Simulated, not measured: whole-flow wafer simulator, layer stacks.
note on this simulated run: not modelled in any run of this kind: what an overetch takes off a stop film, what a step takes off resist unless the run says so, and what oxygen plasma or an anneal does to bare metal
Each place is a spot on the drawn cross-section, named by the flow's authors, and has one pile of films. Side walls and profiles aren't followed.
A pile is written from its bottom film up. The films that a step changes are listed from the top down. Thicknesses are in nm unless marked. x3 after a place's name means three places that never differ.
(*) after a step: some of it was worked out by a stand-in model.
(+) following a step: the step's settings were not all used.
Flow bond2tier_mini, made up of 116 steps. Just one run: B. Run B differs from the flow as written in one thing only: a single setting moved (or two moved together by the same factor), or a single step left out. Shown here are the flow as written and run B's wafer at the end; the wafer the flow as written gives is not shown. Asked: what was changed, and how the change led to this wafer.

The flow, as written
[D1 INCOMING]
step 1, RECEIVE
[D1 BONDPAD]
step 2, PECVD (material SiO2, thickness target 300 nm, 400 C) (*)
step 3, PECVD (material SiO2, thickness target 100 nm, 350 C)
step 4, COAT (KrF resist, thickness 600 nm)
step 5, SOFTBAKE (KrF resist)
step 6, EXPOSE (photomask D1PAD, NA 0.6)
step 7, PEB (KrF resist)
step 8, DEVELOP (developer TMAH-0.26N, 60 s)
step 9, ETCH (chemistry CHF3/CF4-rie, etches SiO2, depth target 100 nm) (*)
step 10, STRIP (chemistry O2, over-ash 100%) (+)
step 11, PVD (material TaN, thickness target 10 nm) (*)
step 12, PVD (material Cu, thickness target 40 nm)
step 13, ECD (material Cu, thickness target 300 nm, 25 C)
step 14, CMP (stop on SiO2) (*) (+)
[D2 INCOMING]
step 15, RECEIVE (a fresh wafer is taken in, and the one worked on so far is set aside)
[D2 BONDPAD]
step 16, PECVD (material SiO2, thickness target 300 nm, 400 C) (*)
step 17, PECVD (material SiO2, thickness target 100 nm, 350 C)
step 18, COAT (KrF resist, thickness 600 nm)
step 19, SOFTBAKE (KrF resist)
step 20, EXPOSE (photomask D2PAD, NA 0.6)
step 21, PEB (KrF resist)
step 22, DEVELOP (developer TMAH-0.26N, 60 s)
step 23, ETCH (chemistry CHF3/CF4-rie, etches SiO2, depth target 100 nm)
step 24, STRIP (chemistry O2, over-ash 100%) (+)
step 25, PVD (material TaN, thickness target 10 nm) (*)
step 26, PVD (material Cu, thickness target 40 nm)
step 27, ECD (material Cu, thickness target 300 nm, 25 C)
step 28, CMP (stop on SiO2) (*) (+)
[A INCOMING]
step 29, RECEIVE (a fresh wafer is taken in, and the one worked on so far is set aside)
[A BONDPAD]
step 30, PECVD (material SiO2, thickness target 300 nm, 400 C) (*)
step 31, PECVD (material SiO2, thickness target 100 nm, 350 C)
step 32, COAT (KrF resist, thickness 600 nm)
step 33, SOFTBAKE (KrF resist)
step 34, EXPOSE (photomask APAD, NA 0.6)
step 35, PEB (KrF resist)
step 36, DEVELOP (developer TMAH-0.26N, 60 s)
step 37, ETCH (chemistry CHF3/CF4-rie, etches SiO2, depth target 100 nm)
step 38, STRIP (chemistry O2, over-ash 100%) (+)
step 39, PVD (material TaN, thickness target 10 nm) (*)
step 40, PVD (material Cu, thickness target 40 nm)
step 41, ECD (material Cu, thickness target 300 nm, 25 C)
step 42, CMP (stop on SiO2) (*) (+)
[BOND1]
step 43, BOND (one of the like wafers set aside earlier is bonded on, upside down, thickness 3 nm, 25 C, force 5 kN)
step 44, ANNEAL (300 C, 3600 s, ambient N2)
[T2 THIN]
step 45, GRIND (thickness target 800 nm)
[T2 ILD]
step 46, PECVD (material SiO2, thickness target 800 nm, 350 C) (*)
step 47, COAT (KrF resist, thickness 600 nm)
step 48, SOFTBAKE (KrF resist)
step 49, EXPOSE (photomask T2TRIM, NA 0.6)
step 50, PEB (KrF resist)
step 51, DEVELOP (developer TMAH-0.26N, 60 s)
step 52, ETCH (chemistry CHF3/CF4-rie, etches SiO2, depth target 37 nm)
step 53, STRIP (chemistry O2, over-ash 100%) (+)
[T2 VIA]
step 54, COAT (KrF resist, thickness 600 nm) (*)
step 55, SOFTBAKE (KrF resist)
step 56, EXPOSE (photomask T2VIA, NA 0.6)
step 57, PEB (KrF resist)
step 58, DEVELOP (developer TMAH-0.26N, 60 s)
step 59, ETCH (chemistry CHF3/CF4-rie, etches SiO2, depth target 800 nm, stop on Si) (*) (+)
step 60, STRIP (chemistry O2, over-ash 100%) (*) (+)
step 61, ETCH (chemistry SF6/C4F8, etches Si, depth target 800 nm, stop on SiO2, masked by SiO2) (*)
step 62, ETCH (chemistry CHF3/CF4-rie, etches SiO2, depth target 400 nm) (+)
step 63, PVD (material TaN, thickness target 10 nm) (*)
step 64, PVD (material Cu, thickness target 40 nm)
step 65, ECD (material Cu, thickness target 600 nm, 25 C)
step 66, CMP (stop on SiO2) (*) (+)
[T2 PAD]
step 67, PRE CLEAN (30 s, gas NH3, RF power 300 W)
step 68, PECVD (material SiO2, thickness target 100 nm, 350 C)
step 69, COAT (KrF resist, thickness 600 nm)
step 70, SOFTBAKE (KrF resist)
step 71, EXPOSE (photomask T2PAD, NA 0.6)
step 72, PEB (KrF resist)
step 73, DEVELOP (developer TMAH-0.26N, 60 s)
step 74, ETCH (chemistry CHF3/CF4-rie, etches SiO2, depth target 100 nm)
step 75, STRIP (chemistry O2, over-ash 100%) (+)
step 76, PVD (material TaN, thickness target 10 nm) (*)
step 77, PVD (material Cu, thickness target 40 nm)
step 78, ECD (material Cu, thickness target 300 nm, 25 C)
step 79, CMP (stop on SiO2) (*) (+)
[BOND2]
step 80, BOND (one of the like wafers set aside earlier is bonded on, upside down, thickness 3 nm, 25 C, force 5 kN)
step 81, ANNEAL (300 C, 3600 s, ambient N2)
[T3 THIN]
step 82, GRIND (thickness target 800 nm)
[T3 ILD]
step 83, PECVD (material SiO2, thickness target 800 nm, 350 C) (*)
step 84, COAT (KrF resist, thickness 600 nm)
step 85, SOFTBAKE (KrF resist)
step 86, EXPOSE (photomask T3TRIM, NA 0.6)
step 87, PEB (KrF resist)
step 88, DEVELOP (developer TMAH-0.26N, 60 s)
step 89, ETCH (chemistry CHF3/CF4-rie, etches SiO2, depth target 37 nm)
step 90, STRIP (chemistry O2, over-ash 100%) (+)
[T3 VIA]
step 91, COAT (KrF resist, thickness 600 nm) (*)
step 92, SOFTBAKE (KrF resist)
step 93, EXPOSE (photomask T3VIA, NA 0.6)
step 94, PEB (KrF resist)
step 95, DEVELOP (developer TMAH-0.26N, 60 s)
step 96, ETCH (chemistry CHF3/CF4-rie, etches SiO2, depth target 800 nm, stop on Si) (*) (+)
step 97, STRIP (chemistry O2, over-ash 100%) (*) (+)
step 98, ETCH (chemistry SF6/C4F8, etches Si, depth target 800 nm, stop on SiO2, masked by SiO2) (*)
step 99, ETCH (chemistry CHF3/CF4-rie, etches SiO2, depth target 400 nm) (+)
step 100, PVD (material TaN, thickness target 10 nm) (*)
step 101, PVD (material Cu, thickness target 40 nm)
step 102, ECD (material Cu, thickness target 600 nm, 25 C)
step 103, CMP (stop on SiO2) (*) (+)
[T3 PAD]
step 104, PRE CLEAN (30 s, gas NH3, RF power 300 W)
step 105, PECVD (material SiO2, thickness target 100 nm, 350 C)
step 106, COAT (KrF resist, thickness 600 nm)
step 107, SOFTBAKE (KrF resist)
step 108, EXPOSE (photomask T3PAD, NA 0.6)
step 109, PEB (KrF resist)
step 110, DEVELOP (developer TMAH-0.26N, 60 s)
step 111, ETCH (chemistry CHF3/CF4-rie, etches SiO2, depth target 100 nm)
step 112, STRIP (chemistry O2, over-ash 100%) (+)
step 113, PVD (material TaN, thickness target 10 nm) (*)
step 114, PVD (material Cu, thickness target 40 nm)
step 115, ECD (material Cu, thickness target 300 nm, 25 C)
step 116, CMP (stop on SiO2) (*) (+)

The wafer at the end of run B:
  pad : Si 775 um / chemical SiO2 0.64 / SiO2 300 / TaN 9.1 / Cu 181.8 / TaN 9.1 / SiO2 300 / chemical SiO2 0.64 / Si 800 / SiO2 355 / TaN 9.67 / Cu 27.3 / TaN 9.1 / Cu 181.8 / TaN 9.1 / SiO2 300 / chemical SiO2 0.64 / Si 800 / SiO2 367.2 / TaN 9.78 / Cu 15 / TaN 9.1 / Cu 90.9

What caused this: step 89, ETCH: depth target 24.8 nm was run, though the flow has depth target 37 nm.

How this came from the change, step by step:
  step 89, ETCH (chemistry CHF3/CF4-rie, etches SiO2, depth target 37 nm)
      field: -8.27 KrF resist (as written it would have been: -12.3 KrF resist)
      pad: -24.8 SiO2 (as written it would have been: -37 SiO2)
  step 102, ECD (material Cu, thickness target 600 nm, 25 C)
      pad: +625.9 Cu (as written it would have been: +638.7 Cu)
